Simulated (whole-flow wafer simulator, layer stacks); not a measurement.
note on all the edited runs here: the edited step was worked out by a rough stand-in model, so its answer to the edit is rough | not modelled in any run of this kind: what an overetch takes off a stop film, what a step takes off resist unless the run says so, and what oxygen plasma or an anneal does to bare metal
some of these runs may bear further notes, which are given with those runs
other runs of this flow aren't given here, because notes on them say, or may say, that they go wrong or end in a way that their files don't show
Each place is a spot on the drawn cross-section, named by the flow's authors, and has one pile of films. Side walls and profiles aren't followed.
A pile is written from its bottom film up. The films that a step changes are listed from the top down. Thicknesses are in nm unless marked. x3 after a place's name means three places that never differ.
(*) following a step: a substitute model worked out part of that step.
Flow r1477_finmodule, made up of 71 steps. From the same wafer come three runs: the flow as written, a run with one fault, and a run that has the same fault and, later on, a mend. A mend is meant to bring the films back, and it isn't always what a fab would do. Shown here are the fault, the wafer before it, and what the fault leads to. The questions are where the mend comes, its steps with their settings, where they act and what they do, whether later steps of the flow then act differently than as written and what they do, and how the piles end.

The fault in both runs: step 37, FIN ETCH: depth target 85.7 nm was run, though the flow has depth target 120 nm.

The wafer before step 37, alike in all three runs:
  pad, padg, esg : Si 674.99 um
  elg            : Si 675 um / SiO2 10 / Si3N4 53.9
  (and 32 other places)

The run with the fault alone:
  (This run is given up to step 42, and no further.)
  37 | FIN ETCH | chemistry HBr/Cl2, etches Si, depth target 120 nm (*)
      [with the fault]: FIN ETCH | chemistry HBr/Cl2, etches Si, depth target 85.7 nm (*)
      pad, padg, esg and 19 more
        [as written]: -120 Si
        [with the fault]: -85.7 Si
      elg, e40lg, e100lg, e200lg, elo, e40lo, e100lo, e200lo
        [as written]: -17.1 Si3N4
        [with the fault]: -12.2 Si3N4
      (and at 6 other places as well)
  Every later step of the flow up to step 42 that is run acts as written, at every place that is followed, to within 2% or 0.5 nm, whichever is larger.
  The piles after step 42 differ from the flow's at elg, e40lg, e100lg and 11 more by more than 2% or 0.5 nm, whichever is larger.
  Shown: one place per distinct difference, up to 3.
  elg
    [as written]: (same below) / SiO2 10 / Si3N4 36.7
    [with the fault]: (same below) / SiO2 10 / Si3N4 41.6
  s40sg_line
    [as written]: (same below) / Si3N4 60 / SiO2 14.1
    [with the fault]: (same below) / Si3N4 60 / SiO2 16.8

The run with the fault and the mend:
  After step 38 comes the mend.
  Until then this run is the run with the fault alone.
  38a | FIN ETCH | chemistry HBr/Cl2, etches Si, depth target 34.3 nm (*) (a further turn of the flow's step 37, with different settings)
      pad, padg, esg and 19 more
        -34.3 Si
      elg, e40lg, e100lg, e200lg, elo, e40lo, e100lo, e200lo
        -4.9 Si3N4
      s40sg_line, s45sg_line, s50sg_line, s40so_line, s45so_line, s50so_line
        -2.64 SiO2
  Every later step of the flow that is run acts as written at every place that is followed.
  The piles end the same as the flow's at every place that both follow.
